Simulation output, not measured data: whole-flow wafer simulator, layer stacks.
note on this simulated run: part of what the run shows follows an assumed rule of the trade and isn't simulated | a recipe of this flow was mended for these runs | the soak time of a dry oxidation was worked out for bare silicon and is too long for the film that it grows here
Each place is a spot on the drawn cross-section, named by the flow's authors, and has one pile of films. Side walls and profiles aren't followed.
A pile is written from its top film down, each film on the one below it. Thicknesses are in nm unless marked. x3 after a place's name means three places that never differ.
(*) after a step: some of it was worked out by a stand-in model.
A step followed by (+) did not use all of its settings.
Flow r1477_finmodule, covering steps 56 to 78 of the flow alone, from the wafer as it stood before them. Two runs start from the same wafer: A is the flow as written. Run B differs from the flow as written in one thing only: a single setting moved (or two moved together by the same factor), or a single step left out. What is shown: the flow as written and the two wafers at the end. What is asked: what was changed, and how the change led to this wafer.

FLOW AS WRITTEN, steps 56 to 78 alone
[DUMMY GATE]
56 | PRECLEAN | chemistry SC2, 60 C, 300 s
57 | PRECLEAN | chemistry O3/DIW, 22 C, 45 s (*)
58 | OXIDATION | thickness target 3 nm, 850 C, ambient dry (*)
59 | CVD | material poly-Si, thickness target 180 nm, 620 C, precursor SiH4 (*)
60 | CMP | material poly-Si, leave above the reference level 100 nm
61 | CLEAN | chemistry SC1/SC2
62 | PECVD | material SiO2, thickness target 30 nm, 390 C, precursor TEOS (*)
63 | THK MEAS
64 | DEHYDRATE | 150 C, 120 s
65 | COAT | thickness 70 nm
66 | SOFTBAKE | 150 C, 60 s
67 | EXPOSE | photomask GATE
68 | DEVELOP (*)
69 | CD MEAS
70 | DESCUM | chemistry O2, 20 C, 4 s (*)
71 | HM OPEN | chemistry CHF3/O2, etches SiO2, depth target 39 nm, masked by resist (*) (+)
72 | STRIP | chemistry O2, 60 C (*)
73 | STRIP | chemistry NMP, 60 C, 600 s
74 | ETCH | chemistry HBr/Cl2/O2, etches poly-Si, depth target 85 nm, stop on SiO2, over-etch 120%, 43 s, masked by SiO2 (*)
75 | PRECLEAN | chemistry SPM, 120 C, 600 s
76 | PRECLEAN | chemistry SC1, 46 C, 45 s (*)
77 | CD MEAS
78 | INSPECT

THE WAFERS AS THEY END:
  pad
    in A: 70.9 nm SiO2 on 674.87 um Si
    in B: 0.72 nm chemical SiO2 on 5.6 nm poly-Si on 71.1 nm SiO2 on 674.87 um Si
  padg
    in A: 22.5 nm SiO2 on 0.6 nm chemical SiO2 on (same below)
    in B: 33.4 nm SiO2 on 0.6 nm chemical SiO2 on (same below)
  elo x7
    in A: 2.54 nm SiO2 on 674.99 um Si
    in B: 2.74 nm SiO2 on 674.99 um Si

What caused this: step 62, PECVD: thickness target 40.9 nm was run, though the flow has thickness target 30 nm.

Step by step, how the change led to this:
  62 | PECVD | material SiO2, thickness target 30 nm, 390 C, precursor TEOS (*)
      pad, padg, elg x7 and 27 more: A SiO2 gains 30 (new film) | B SiO2 gains 40.9 (new film)
  71 | HM OPEN | chemistry CHF3/O2, etches SiO2, depth target 39 nm, masked by resist (*) (+)
      pad, elo x7, eso x6, e200so, s40co x3: A SiO2 loses 30 (all of it), chemical SiO2 loses 0.6 (all of it), poly-Si loses 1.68 | B SiO2 loses 39
  72 | STRIP | chemistry O2, 60 C (*)
      pad, elo x7, eso x6, e200so, s40co x3: A chemical SiO2 gains 1.12 (new film), poly-Si loses 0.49 | B nothing
  74 | ETCH | chemistry HBr/Cl2/O2, etches poly-Si, depth target 85 nm, stop on SiO2, over-etch 120%, 43 s, masked by SiO2 (*)
      eso x6, e200so, s40co x3: A chemical SiO2 loses 1.12 (all of it), poly-Si loses 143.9 (all of it), SiO2 loses 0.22 | B SiO2 loses 1.9 (all of it), chemical SiO2 loses 0.6 (all of it), poly-Si loses 146.1 (all of it)
      elo x7: A chemical SiO2 loses 1.12 (all of it), poly-Si loses 97.6 (all of it), SiO2 loses 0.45 | B SiO2 loses 1.9 (all of it), chemical SiO2 loses 0.6 (all of it), poly-Si loses 99.7 (all of it), SiO2 loses 0.25
      (as well as at 1 more place)
  75 | PRECLEAN | chemistry SPM, 120 C, 600 s
      pad: A nothing | B chemical SiO2 gains 0.8 (new film), poly-Si loses 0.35
